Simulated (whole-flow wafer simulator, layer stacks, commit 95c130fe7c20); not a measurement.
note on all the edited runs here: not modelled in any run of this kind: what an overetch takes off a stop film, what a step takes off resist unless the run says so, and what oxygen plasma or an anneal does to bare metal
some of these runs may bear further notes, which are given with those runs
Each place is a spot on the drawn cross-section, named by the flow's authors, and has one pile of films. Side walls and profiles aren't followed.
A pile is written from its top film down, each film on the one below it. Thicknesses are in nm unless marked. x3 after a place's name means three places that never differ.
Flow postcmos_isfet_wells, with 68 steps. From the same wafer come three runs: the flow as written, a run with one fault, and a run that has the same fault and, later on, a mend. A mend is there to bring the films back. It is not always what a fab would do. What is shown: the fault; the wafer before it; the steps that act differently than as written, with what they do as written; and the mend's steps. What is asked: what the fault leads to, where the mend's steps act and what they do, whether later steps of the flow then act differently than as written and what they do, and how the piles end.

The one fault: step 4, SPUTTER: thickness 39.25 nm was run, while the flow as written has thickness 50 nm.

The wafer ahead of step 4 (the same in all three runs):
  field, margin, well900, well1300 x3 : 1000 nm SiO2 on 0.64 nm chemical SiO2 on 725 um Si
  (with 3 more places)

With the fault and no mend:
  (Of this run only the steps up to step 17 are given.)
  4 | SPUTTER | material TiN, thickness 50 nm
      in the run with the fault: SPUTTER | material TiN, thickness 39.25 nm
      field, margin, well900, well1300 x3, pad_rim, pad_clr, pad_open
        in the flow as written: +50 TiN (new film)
        in the run with the fault: +39.2 TiN (new film)
  None of the later steps of the flow up to step 17 acts differently than as written at any place that is followed.
  The piles after step 17 differ from the flow's at field, margin, well900, well1300 x3, pad_rim, pad_clr, pad_open by more than 2% or 0.5 nm, whichever is larger.
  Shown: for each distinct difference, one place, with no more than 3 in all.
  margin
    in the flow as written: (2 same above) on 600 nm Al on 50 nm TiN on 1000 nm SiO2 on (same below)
    in the run with the fault: (2 same above) on 600 nm Al on 39.2 nm TiN on 1000 nm SiO2 on (same below)
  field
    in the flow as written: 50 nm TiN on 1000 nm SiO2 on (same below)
    in the run with the fault: 39.2 nm TiN on 1000 nm SiO2 on (same below)

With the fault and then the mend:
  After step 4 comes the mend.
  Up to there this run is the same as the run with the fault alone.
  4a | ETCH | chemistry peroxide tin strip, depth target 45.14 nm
      field, margin, well900, well1300 x3, pad_rim, pad_clr, pad_open
        -39.2 TiN (all of it)
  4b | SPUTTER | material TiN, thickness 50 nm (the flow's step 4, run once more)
      field, margin, well900, well1300 x3, pad_rim, pad_clr, pad_open
        +50 TiN (new film)
  None of the later steps of the flow acts differently than as written at any place that is followed.
  By the end, the piles equal the flow's at every place that both follow.
